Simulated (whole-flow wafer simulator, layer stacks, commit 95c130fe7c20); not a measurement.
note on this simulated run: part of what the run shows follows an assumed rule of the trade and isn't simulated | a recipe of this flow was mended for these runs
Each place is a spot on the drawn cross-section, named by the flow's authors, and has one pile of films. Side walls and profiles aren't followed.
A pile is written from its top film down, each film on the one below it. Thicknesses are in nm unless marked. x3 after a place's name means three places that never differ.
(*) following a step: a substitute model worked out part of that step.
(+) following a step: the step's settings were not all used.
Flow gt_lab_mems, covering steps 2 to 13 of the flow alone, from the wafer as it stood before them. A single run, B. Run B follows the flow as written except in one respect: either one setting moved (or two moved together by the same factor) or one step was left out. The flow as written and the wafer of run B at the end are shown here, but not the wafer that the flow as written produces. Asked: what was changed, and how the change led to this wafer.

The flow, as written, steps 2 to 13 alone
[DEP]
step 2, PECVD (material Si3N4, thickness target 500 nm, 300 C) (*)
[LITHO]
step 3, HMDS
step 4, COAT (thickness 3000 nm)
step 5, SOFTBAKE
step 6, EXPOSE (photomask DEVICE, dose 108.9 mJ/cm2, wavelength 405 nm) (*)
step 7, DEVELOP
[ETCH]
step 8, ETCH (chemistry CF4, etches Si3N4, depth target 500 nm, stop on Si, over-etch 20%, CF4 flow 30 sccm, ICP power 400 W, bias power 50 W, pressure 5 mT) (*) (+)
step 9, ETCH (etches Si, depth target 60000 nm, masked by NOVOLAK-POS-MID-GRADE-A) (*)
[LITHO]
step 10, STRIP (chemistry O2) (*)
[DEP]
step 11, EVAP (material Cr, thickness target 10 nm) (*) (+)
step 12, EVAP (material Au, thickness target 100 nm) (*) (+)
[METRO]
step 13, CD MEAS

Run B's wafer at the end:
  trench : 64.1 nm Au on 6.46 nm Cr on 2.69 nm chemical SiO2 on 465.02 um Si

What caused this: step 8, ETCH: depth target 450 nm was run, whereas the flow has depth target 500 nm.

Step by step, how the change led to this:
  step 8, ETCH (chemistry CF4, etches Si3N4, depth target 500 nm, stop on Si, over-etch 20%, CF4 flow 30 sccm, ICP power 400 W, bias power 50 W, pressure 5 mT) (*) (+)
      field: -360 g/i-line-resist (as written it would have been: -400 g/i-line-resist)
      trench: -500 Si3N4 (all of it), -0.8 chemical SiO2 (all of it), -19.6 Si (as written it would have been: -500 Si3N4 (all of it), -0.8 chemical SiO2 (all of it), -49.6 Si)
  step 10, STRIP (chemistry O2) (*)
      field: -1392 g/i-line-resist (all of it) (as written it would have been: -1352 g/i-line-resist (all of it))
